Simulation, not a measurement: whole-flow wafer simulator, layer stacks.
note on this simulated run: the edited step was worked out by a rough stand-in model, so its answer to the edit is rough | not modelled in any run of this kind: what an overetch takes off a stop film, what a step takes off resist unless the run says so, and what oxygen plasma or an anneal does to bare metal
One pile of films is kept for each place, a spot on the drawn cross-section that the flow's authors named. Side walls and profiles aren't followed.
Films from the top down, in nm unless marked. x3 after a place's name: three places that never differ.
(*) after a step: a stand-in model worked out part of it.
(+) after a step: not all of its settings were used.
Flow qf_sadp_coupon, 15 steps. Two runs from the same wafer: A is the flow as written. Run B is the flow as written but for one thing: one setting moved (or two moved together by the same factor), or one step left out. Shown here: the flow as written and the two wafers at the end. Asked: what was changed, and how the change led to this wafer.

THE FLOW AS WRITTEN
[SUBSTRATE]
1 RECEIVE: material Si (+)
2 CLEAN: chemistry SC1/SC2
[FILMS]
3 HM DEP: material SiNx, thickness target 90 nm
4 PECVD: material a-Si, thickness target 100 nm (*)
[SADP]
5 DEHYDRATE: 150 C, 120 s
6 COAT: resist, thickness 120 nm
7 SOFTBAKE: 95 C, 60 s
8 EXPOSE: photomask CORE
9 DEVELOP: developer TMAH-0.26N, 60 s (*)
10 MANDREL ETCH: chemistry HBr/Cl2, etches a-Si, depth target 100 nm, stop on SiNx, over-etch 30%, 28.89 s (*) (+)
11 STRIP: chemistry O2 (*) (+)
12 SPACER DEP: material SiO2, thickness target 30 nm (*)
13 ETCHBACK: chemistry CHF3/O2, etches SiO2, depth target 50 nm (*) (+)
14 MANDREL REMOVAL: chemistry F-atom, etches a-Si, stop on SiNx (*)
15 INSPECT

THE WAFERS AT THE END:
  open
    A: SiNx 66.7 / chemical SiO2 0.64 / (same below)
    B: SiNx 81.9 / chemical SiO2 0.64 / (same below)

The cause: step 13, ETCHBACK: depth target 34 nm was run, where the flow has depth target 50 nm.

How the change led to this, step by step:
  13 ETCHBACK: chemistry CHF3/O2, etches SiO2, depth target 50 nm (*) (+)
      m: A SiO2 -30 (all of it), chemical SiO2 -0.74 (all of it), a-Si -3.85 | B SiO2 -30 (all of it), chemical SiO2 -0.74 (all of it), a-Si -0.65
      open: A SiO2 -30 (all of it), SiNx -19 | B SiO2 -30 (all of it), SiNx -3.81
  14 MANDREL REMOVAL: chemistry F-atom, etches a-Si, stop on SiNx (*)
      m: A a-Si -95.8 (all of it) | B a-Si -99 (all of it)
